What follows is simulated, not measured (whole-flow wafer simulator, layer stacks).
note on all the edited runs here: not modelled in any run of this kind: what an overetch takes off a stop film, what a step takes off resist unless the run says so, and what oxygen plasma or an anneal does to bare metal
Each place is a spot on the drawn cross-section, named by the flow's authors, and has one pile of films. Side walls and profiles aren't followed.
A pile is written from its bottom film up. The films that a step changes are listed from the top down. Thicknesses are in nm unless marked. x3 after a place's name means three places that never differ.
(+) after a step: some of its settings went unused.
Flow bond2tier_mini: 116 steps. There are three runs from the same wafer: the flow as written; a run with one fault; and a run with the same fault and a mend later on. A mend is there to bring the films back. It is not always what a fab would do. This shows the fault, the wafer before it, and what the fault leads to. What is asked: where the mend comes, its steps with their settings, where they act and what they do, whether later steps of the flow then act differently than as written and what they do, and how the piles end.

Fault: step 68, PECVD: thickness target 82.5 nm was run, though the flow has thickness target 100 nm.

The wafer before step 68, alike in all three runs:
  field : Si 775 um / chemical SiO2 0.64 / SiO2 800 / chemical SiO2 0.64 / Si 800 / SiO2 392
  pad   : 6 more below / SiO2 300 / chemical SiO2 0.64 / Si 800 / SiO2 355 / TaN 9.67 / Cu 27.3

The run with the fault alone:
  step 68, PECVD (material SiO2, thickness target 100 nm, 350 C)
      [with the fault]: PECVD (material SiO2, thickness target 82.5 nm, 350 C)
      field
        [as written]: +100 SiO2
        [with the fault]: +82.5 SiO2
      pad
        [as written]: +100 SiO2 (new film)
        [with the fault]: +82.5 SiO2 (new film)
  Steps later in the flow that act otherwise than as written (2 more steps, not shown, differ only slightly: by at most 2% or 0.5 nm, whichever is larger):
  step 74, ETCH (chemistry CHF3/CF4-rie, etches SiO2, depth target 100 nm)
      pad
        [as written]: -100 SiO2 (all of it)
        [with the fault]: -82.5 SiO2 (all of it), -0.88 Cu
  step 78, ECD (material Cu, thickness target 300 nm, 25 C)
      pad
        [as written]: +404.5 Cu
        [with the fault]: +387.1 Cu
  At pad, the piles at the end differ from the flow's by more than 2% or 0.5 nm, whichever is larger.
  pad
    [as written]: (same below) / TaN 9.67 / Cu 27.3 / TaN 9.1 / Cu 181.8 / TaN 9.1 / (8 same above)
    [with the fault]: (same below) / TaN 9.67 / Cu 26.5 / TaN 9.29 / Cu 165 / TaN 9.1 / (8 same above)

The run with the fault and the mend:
  The mend stands after step 73.
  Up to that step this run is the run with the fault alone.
  step 73a, STRIP (chemistry O2, over-ash 100%) (+)
      field
        -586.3 KrF resist (all of it)
  step 73b, PECVD (material SiO2, thickness target 17.5 nm, 350 C) (a further turn of the flow's step 68, with different settings)
      field, pad
        +17.5 SiO2
  step 73c, COAT (KrF resist, thickness 600 nm) (a further turn of the flow's step 69)
      field, pad
        +600 KrF resist (new film)
  step 73d, SOFTBAKE (KrF resist) (a further turn of the flow's step 70)
      alters no film at any place that is followed
  step 73e, EXPOSE (photomask T2PAD, NA 0.6) (a further turn of the flow's step 71)
      alters no film at any place that is followed
  step 73f, PEB (KrF resist) (a further turn of the flow's step 72)
      alters no film at any place that is followed
  step 73g, DEVELOP (developer TMAH-0.26N, 60 s) (a further turn of the flow's step 73)
      field
        -13.7 KrF resist
      pad
        -600 KrF resist (all of it)
  None of the later steps of the flow acts differently than as written at any place that is followed.
  The piles end the same as the flow's at every place that both follow.
